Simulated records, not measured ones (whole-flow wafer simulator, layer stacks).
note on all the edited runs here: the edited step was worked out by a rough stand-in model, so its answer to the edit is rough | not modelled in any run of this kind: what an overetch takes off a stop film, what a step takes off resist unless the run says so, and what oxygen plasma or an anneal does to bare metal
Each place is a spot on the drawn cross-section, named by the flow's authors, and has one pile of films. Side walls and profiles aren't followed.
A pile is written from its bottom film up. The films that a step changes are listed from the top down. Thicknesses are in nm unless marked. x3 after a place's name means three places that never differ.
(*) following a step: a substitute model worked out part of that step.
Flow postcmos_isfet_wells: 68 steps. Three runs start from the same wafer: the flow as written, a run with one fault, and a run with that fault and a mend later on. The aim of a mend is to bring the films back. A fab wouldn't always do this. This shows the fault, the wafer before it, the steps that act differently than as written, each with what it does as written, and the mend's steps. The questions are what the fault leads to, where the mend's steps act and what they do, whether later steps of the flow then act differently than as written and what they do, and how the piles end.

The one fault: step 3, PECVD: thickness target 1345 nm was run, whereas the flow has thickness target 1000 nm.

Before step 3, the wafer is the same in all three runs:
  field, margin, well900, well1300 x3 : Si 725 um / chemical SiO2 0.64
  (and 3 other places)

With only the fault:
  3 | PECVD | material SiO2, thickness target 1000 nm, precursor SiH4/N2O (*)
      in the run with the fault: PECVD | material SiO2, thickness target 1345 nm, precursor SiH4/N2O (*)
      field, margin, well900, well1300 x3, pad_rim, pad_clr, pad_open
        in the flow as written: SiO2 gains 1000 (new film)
        in the run with the fault: SiO2 gains 1345 (new film)
  None of the later steps of the flow acts differently than as written at any place that is followed.
  By the end, the piles at field, margin, well900, well1300 x3, pad_rim, pad_clr, pad_open depart from the flow's by more than 2% or 0.5 nm, whichever is larger.
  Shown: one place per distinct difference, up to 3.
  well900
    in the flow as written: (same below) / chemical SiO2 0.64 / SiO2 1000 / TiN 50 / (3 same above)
    in the run with the fault: (same below) / chemical SiO2 0.64 / SiO2 1345 / TiN 50 / (3 same above)
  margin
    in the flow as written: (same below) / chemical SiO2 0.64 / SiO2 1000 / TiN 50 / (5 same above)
    in the run with the fault: (same below) / chemical SiO2 0.64 / SiO2 1345 / TiN 50 / (5 same above)
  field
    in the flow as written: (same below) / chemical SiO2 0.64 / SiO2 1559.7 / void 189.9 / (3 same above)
    in the run with the fault: (same below) / chemical SiO2 0.64 / SiO2 1904.7 / void 189.9 / (3 same above)

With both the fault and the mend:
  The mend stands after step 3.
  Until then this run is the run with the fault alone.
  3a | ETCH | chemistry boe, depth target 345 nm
      field, margin, well900, well1300 x3, pad_rim, pad_clr, pad_open
        SiO2 loses 345
  None of the later steps of the flow acts differently than as written at any place that is followed.
  The piles end the same as the flow's at every place that both follow.
